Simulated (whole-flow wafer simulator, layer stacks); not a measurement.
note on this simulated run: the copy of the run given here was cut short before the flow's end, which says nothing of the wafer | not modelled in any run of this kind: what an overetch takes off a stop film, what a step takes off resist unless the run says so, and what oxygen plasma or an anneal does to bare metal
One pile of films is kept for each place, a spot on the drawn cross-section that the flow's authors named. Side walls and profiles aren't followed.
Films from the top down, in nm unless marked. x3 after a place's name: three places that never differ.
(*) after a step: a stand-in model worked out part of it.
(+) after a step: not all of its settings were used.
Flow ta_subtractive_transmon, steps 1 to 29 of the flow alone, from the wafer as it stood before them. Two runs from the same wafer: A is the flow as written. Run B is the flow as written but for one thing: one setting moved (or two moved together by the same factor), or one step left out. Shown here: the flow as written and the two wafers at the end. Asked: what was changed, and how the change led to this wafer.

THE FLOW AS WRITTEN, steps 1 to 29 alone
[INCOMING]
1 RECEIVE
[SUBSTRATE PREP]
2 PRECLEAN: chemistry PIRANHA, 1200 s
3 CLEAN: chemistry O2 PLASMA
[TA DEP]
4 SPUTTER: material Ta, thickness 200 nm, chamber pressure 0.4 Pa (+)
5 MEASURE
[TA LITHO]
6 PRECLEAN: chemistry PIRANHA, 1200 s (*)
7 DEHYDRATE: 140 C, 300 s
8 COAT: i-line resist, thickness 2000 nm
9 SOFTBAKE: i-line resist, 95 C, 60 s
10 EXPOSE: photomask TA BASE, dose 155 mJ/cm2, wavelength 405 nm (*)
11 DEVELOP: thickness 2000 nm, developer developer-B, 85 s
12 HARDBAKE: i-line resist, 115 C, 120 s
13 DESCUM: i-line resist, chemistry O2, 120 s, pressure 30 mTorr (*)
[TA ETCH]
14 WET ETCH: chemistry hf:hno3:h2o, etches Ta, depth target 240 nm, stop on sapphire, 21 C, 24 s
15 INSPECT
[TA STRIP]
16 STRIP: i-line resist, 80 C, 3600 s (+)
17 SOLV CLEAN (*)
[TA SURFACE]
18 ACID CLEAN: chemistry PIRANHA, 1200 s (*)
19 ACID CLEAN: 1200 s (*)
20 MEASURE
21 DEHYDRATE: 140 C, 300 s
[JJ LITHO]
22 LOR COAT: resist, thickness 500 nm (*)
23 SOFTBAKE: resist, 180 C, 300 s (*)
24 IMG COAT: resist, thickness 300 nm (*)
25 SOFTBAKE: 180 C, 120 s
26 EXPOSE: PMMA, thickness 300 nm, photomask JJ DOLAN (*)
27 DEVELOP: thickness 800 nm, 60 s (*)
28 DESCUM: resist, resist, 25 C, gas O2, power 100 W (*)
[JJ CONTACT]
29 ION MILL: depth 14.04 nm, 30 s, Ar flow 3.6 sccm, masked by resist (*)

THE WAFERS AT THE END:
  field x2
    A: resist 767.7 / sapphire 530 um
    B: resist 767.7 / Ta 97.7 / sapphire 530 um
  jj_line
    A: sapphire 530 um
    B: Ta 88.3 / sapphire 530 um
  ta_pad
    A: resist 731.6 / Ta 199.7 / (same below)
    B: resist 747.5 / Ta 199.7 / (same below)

The cause: step 14, WET ETCH: depth target 102 nm was run, where the flow has depth target 240 nm; step 14, WET ETCH: 10.2 s was run, where the flow has 24 s.

How the change led to this, step by step:
  14 WET ETCH: chemistry hf:hno3:h2o, etches Ta, depth target 240 nm, stop on sapphire, 21 C, 24 s
      field x2, jj_line, lead: A Ta -200 (all of it) | B Ta -102
  22 LOR COAT: resist, thickness 500 nm (*)
      lead: A resist +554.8 (new film) | B resist +529 (new film)
      ta_contact: A resist +443.8 (new film) | B resist +470 (new film)
  24 IMG COAT: resist, thickness 300 nm (*)
      ta_contact: A resist +287.4 | B resist +293.8
      ta_pad: A resist +281.3 | B resist +290.3
  27 DEVELOP: thickness 800 nm, 60 s (*)
      lead: A resist -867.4 (all of it) | B resist -835.4 (all of it)
      ta_contact: A resist -731.2 (all of it) | B resist -763.7 (all of it)
  29 ION MILL: depth 14.04 nm, 30 s, Ar flow 3.6 sccm, masked by resist (*)
      jj_line, lead: A sapphire -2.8 | B Ta -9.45
Counting metal films that touch as one body, field x2 has 1 body; the flow as written gives 0 bodies.
Counting metal films that touch as one body, jj_line has 1 body; the flow as written gives 0 bodies.
